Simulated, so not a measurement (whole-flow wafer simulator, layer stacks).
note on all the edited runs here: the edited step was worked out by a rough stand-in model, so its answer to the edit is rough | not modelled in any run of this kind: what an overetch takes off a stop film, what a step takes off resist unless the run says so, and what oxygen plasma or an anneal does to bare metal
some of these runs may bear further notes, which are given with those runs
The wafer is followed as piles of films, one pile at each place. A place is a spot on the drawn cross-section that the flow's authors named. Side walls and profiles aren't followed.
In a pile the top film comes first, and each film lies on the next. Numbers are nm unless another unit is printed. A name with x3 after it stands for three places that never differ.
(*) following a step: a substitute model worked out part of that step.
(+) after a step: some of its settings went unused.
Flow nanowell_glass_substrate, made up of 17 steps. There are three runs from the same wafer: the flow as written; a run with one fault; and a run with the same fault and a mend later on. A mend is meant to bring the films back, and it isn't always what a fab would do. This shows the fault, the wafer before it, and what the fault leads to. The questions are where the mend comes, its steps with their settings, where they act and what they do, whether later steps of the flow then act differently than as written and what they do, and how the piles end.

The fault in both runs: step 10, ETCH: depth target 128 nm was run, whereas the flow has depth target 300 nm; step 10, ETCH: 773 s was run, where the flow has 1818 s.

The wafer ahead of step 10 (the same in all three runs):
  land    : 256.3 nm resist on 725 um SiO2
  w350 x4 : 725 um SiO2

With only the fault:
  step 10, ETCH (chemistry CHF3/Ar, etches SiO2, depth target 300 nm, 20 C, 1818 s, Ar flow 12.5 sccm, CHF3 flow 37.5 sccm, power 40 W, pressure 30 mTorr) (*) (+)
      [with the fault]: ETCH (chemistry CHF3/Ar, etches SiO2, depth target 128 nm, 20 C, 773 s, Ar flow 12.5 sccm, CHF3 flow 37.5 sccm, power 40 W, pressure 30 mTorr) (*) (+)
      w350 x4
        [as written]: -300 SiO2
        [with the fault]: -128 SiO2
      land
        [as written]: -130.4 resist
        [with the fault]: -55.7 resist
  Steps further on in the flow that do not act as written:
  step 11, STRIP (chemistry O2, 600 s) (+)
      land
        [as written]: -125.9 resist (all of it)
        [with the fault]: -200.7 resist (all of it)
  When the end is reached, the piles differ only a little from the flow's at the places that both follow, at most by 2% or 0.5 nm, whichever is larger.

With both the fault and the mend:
  The mend stands after step 10.
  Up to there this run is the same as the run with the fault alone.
  step 10a, ETCH (chemistry CHF3/Ar, etches SiO2, depth target 172 nm, 20 C, 1042 s, Ar flow 12.5 sccm, CHF3 flow 37.5 sccm, power 40 W, pressure 30 mTorr) (*) (+) (the flow's step 10, run once more with other settings)
      w350 x4
        -172 SiO2
      land
        -74.8 resist
  Every later step of the flow that is run acts as written at every place that is followed.
  By the end, the piles equal the flow's at every place that both follow.
